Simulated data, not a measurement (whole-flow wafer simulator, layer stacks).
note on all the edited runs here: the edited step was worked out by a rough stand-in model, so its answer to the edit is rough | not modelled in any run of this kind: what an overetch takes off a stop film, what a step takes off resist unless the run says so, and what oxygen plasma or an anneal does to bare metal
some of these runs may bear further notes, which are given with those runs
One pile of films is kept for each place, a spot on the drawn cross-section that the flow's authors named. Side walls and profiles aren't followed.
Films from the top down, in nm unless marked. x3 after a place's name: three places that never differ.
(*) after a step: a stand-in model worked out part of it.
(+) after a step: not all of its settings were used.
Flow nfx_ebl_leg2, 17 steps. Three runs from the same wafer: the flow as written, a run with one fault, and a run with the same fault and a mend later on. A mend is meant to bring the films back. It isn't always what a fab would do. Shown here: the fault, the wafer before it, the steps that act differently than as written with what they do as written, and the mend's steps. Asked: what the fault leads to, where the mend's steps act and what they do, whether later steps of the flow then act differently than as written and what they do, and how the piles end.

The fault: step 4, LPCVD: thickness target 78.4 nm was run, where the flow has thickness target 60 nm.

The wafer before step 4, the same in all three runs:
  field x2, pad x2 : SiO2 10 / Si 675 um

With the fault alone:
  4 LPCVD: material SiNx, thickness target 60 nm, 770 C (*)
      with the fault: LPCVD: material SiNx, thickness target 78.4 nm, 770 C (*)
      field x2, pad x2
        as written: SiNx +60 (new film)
        with the fault: SiNx +78.4 (new film)
  Later steps of the flow that act differently than as written:
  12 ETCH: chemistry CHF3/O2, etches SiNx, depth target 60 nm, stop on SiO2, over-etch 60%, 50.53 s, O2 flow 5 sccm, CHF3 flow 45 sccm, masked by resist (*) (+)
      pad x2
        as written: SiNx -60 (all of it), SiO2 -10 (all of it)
        with the fault: SiNx -78.4 (all of it), SiO2 -8.8
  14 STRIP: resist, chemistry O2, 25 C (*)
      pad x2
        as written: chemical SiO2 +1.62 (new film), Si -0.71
        with the fault: nothing
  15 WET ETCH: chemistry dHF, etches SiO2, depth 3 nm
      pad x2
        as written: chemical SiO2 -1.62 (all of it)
        with the fault: SiO2 -1.2 (all of it)
  At the end the piles differ from the flow's by more than 2% or 0.5 nm, whichever is larger, at field x2.
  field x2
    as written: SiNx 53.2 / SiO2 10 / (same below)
    with the fault: SiNx 71.6 / SiO2 10 / (same below)

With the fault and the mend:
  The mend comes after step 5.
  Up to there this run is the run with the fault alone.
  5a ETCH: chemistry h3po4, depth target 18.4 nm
      field x2, pad x2
        SiNx -18.4
  No later step of the flow acts differently than as written at any place that is followed.
  At the end the piles are the same as the flow's at every place that both follow.
